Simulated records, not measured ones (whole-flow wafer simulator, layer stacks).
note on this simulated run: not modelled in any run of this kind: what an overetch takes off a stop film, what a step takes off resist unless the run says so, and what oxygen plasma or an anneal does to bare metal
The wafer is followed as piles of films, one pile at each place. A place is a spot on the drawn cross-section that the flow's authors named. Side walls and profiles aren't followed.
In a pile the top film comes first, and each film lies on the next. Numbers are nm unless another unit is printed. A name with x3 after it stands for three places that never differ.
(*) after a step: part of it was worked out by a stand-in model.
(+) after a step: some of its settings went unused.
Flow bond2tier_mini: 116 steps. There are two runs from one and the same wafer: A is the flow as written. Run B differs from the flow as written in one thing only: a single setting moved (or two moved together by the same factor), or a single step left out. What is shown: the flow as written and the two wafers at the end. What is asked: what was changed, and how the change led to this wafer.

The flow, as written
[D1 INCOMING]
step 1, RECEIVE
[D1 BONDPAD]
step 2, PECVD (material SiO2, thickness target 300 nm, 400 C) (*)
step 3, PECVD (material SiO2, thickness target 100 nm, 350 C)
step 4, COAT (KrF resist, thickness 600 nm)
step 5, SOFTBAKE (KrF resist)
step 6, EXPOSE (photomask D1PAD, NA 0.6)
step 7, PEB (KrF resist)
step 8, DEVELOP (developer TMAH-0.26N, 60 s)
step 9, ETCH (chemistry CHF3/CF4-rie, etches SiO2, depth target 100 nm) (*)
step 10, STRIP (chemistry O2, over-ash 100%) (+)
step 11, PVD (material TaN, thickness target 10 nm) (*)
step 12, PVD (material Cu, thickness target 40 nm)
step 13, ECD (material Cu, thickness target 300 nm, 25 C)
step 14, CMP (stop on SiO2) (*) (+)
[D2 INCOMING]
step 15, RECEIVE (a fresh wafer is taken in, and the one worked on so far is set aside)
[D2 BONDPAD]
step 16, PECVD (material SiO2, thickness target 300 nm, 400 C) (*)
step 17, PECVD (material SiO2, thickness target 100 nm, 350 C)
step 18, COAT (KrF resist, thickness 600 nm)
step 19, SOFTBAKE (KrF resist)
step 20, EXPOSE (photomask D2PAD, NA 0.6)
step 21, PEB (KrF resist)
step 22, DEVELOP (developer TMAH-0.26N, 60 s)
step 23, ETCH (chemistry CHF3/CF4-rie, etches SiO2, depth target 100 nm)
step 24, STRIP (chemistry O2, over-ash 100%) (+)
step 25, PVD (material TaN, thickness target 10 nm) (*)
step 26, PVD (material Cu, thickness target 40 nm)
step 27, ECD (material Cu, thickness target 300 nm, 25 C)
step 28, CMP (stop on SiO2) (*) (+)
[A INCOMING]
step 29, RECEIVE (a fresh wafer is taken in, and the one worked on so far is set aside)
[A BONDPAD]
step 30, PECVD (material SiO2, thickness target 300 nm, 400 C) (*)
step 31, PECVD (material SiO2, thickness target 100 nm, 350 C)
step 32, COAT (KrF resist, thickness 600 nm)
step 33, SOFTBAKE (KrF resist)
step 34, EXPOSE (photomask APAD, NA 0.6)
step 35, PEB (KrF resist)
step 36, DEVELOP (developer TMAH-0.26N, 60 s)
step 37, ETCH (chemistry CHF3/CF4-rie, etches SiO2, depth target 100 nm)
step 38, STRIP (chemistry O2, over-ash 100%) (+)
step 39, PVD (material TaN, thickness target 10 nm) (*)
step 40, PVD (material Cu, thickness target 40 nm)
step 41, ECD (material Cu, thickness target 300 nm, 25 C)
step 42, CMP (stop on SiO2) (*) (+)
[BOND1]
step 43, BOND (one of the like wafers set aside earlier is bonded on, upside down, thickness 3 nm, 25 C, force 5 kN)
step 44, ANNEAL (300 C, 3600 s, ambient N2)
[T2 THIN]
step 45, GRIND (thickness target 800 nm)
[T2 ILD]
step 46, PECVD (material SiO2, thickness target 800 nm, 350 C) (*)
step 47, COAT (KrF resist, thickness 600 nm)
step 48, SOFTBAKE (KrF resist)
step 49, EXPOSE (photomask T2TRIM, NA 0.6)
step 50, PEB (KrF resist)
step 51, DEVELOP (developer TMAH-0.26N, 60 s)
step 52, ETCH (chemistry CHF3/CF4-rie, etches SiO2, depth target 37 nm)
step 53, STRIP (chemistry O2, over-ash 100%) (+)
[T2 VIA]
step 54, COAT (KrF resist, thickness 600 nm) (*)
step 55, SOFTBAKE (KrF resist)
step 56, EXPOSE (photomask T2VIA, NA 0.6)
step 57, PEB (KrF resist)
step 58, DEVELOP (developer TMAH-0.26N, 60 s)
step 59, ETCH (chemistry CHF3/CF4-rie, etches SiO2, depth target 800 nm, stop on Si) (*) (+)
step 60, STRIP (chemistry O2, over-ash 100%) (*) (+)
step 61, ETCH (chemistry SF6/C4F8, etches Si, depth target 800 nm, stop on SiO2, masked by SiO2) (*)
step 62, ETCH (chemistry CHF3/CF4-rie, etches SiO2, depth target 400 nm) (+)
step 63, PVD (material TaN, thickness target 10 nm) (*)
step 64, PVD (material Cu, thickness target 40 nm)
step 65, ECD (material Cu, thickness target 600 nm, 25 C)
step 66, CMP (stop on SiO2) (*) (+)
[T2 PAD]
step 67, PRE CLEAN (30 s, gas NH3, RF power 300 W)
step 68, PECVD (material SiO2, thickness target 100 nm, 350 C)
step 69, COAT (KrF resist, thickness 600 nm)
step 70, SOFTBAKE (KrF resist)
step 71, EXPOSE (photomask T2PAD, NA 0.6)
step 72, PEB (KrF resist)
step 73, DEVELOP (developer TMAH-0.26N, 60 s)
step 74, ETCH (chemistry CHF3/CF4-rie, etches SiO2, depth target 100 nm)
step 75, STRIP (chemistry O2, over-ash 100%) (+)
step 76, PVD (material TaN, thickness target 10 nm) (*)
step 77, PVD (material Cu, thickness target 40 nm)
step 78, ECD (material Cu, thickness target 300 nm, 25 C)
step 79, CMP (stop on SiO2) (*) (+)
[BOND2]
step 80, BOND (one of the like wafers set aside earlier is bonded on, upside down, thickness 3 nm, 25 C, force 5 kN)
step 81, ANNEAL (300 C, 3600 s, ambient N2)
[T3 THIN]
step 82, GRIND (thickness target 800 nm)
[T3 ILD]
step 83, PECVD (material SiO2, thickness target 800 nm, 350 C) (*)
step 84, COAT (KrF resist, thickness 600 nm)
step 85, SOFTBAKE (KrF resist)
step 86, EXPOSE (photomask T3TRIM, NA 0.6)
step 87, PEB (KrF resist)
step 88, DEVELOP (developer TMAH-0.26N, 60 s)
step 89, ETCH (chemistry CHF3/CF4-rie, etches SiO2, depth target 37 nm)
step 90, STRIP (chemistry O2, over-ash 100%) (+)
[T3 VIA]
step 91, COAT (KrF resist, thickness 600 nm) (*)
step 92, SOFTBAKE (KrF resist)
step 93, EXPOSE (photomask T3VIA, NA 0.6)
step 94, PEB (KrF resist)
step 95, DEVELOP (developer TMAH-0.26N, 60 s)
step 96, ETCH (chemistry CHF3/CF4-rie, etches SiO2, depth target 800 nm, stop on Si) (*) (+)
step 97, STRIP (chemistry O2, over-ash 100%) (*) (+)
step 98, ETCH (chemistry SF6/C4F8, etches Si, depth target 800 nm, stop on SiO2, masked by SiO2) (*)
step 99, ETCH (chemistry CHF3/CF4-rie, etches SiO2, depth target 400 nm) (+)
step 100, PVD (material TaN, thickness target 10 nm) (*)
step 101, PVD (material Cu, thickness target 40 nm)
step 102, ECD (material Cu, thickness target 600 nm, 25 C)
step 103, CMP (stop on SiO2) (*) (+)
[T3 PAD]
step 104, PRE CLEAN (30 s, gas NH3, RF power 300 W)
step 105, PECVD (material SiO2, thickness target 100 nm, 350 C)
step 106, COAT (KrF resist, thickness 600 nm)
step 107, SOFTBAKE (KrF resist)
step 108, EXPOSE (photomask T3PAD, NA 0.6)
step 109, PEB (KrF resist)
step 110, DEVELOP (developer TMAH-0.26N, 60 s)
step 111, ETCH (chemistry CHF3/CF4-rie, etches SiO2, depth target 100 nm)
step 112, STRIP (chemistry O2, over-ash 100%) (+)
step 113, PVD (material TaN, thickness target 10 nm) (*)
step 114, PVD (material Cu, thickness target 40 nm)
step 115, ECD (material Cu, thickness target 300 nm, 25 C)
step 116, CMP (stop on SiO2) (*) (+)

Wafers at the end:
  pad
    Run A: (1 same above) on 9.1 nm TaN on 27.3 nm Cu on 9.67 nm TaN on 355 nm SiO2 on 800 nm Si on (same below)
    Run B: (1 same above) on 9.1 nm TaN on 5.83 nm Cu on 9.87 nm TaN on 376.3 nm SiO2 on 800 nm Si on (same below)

The reason: step 89, ETCH: depth target 15.7 nm was run, whereas the flow has depth target 37 nm.

Step by step, how the change led to this:
  step 89, ETCH (chemistry CHF3/CF4-rie, etches SiO2, depth target 37 nm)
      field: A KrF resist loses 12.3 | B KrF resist loses 5.23
      pad: A SiO2 loses 37 | B SiO2 loses 15.7
  step 97, STRIP (chemistry O2, over-ash 100%) (*) (+)
      field: A KrF resist loses 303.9 (all of it) | B KrF resist loses 312.9 (all of it)
      pad: A KrF resist loses 336 (all of it) | B KrF resist loses 326.5 (all of it)
  step 101, PVD (material Cu, thickness target 40 nm)
      pad: A Cu gains 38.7 (new film) | B Cu gains 39.5 (new film)
  step 102, ECD (material Cu, thickness target 600 nm, 25 C)
      pad: A Cu gains 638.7 | B Cu gains 616.4
